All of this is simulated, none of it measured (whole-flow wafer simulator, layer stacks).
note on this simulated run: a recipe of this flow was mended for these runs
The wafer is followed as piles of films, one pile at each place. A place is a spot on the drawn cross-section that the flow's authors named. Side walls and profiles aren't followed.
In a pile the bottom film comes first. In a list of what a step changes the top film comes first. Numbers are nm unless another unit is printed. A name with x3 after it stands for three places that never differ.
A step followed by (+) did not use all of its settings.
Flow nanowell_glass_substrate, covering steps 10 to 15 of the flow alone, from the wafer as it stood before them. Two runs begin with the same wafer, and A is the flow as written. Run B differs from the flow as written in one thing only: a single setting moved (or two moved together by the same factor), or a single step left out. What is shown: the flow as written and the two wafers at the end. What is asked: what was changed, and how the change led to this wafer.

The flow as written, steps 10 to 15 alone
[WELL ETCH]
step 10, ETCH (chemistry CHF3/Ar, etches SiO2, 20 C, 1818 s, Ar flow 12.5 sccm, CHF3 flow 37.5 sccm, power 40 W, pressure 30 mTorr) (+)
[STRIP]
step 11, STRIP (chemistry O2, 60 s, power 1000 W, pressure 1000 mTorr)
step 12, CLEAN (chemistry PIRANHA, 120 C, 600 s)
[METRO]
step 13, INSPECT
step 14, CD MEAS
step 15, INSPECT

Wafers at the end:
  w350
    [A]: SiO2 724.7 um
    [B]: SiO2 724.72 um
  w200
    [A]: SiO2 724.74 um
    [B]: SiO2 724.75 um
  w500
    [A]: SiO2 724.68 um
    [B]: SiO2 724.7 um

Cause: step 10, ETCH: 1727 s was run, whereas the flow has 1818 s.

The path from the change to this, step by step:
  step 10, ETCH (chemistry CHF3/Ar, etches SiO2, 20 C, 1818 s, Ar flow 12.5 sccm, CHF3 flow 37.5 sccm, power 40 W, pressure 30 mTorr) (+)
      land: A -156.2 UV-NIL-ACRYLATE | B -147.8 UV-NIL-ACRYLATE
      w350: A -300 SiO2 | B -285 SiO2
      (and at 3 other places as well)
  step 11, STRIP (chemistry O2, 60 s, power 1000 W, pressure 1000 mTorr)
      land: A -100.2 UV-NIL-ACRYLATE (all of it) | B -108.5 UV-NIL-ACRYLATE (all of it)
